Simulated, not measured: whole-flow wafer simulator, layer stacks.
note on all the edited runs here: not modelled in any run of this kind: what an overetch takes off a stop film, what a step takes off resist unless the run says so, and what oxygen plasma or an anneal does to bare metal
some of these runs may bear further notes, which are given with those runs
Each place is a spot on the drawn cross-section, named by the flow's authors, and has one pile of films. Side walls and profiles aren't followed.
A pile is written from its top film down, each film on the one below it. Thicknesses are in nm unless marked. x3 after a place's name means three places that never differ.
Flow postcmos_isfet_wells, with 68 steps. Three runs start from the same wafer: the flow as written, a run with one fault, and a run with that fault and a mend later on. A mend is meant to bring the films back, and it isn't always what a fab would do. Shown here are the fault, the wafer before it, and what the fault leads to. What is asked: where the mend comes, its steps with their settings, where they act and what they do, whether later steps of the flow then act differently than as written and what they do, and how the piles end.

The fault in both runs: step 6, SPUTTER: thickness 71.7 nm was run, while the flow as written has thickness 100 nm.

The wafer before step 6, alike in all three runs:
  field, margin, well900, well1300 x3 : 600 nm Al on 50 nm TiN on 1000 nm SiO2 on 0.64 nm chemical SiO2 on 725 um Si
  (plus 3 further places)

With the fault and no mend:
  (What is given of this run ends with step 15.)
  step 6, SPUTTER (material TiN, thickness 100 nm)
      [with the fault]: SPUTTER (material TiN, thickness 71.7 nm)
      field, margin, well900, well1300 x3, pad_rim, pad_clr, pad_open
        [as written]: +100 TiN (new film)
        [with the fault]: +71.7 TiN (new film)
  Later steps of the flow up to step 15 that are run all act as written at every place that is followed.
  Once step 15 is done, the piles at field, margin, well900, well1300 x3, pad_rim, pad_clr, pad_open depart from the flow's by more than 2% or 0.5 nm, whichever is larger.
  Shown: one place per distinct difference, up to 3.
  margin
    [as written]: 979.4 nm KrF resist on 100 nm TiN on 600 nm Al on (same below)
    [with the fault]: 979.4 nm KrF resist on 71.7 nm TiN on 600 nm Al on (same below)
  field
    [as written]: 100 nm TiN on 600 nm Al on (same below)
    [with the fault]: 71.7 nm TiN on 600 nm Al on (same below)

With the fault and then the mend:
  The mend stands after step 6.
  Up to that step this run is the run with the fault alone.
  step 6a, ETCH (chemistry peroxide tin strip, depth target 82.45 nm)
      field, margin, well900, well1300 x3, pad_rim, pad_clr, pad_open
        -71.7 TiN (all of it)
  step 6b, SPUTTER (material TiN, thickness 100 nm) (a further turn of the flow's step 6)
      field, margin, well900, well1300 x3, pad_rim, pad_clr, pad_open
        +100 TiN (new film)
  Later steps of the flow that are run all act as written at every place that is followed.
  By the end, the piles equal the flow's at every place that both follow.
